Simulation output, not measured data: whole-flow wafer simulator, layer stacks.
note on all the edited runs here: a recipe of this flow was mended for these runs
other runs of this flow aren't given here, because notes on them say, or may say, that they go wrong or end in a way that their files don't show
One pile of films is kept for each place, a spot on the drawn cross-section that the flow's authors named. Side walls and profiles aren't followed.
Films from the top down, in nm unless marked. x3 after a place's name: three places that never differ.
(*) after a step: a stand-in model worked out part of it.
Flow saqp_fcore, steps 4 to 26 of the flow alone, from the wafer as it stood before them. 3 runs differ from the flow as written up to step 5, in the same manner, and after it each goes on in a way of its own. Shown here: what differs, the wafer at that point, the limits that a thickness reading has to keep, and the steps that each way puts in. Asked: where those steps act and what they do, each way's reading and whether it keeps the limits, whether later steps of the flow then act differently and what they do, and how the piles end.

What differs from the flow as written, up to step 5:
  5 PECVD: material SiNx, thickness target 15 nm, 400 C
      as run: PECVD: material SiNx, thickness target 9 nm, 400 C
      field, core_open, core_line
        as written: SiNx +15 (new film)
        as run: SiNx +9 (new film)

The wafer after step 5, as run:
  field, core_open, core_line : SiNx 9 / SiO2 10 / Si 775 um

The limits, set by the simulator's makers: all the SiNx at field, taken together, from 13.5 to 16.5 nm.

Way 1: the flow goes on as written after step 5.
  The reading after step 5: 9 nm, outside the limits.
  No later step of the flow acts differently than as written at any place that is followed.
  At the end the piles differ from the flow's by more than 2% or 0.5 nm, whichever is larger, at field, core_open, core_line.
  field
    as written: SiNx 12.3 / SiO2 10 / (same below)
    this way: SiNx 6.28 / SiO2 10 / (same below)
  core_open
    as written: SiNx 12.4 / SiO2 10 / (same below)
    this way: SiNx 6.38 / SiO2 10 / (same below)
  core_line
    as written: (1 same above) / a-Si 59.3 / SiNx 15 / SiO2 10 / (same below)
    this way: (1 same above) / a-Si 59.3 / SiNx 9 / SiO2 10 / (same below)

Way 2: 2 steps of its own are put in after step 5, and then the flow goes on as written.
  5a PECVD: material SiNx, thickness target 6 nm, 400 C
      field, core_open, core_line
        SiNx +6
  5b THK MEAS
      changes no film at any place that is followed
  The reading after step 5b: 15 nm, within the limits.
  No later step of the flow acts differently than as written at any place that is followed.
  At the end the piles are the same as the flow's at every place that both follow.

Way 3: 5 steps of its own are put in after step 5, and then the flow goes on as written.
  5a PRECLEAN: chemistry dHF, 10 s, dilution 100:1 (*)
      field, core_open, core_line
        SiNx -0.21
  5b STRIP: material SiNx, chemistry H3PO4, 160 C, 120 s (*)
      field, core_open, core_line
        SiNx -8.79 (all of it), SiO2 -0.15
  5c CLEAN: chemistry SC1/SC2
      changes no film at any place that is followed
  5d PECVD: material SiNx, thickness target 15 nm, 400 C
      field, core_open, core_line
        SiNx +15 (new film)
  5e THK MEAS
      changes no film at any place that is followed
  The reading after step 5e: 15 nm, within the limits.
  No later step of the flow acts differently than as written at any place that is followed.
  At the end the piles differ from the flow's only slightly at the places that both follow, by at most 2% or 0.5 nm, whichever is larger.

Within the limits: way 2, way 3. Outside them: way 1.
